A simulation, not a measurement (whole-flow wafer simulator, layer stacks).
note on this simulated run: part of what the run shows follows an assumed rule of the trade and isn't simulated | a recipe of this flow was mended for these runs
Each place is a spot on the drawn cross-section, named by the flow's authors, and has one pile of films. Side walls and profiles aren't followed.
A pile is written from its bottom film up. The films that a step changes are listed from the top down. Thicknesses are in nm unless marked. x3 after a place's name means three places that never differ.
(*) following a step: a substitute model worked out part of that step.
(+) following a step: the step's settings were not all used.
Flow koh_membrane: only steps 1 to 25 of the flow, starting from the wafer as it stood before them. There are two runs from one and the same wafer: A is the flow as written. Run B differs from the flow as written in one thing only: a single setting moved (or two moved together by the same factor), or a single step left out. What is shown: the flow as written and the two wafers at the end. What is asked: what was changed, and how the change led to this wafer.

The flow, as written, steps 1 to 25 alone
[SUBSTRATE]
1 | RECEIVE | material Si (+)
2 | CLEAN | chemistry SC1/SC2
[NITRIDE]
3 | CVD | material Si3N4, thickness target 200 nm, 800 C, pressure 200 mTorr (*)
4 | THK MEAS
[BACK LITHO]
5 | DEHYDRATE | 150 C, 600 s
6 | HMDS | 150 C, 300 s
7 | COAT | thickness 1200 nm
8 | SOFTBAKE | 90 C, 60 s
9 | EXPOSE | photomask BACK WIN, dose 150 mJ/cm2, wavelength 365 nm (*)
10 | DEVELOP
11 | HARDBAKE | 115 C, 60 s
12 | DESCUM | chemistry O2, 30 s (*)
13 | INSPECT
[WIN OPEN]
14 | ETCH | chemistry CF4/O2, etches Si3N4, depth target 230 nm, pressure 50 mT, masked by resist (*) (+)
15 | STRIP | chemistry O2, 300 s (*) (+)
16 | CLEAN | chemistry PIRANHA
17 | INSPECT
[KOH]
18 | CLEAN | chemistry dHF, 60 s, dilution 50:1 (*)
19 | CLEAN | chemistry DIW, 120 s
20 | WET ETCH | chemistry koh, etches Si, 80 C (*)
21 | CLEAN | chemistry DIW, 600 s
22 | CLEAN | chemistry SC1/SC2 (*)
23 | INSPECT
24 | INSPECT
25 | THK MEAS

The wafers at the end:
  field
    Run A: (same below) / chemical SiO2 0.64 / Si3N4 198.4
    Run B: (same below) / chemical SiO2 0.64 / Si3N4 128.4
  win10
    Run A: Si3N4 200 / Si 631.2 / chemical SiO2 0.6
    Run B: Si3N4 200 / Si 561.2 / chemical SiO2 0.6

The reason: step 3, CVD: thickness target 130 nm was run, whereas the flow has thickness target 200 nm.

The path from the change to this, step by step:
  3 | CVD | material Si3N4, thickness target 200 nm, 800 C, pressure 200 mTorr (*)
      field, win20 x4, win10: A +200 Si3N4 (new film) | B +130 Si3N4 (new film)
  14 | ETCH | chemistry CF4/O2, etches Si3N4, depth target 230 nm, pressure 50 mT, masked by resist (*) (+)
      win20 x4, win10: A -200 Si3N4 (all of it), -0.64 chemical SiO2 (all of it), -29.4 Si | B -130 Si3N4 (all of it), -0.64 chemical SiO2 (all of it), -99.4 Si
